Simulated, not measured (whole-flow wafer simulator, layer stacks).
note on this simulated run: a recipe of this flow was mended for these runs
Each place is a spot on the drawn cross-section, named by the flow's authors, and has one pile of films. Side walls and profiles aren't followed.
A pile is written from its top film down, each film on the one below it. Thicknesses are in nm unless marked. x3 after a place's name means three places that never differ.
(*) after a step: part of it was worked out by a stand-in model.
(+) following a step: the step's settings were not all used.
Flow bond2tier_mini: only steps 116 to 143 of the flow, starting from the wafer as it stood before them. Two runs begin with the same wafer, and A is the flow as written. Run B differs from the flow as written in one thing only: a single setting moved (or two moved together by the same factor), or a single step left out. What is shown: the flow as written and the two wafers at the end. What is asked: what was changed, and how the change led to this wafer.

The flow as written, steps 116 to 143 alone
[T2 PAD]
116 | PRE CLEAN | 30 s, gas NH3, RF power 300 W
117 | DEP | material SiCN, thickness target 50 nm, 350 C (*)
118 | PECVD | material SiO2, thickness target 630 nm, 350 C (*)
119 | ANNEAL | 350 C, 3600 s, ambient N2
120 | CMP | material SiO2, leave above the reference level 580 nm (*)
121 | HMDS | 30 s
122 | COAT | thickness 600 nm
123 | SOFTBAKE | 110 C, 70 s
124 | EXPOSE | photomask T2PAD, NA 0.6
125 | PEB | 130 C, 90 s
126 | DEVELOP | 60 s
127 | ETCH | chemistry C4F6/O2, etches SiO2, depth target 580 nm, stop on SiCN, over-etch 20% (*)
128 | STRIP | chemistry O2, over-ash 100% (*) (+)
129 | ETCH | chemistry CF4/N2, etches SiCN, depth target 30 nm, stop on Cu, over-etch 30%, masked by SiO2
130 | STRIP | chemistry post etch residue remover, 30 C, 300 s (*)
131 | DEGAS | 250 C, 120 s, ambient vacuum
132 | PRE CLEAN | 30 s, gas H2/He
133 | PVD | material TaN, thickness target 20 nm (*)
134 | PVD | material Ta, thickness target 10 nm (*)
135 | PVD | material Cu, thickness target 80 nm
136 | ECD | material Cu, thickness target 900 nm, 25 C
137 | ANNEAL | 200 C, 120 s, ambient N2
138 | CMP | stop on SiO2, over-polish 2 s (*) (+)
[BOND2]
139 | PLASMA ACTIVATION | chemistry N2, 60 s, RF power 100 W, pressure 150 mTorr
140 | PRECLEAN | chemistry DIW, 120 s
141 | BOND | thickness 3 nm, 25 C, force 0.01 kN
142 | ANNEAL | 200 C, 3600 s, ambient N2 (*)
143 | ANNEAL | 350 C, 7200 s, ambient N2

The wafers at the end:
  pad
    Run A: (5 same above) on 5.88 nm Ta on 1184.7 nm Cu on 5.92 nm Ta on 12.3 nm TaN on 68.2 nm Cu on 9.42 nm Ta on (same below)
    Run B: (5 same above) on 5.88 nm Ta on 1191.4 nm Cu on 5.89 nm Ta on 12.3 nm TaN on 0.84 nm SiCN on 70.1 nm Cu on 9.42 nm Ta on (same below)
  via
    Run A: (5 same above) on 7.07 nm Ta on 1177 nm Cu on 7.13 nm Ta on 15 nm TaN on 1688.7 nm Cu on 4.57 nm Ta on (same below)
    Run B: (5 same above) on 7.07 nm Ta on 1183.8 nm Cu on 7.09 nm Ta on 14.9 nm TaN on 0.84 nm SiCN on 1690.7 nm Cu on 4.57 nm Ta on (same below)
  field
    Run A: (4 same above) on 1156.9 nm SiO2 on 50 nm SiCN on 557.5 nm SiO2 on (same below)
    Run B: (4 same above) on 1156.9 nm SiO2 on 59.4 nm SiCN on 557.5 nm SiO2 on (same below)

Cause: step 117, DEP: thickness target 59.4 nm was run, whereas the flow has thickness target 50 nm.
One can read it off the wafer: field has SiCN 59.4, and step 117 as written asks for 50 nm.

Step by step, how the change led to this:
  117 | DEP | material SiCN, thickness target 50 nm, 350 C (*)
      field, pad, via: A SiCN gains 50 (new film) | B SiCN gains 59.4 (new film)
  129 | ETCH | chemistry CF4/N2, etches SiCN, depth target 30 nm, stop on Cu, over-etch 30%, masked by SiO2
      pad, via: A SiCN loses 30.4 (all of it), Cu loses 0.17 | B SiCN loses 39
  130 | STRIP | chemistry post etch residue remover, 30 C, 300 s (*)
      pad, via: A Cu loses 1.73 | B nothing
Taking metal films that touch as one body, pad has 3 bodies (between them, from the top down: SiCN 0.84; SiO2 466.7 / Si 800 / chemical SiO2 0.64 / SiO2 300 / SiCN 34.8); the flow as written gives 2 bodies (between them, from the top down: SiO2 466.7 / Si 800 / chemical SiO2 0.64 / SiO2 300 / SiCN 34.8).
Taking metal films that touch as one body, via has 2 bodies (between them, from the top down: SiCN 0.84); the flow as written gives 1 body.
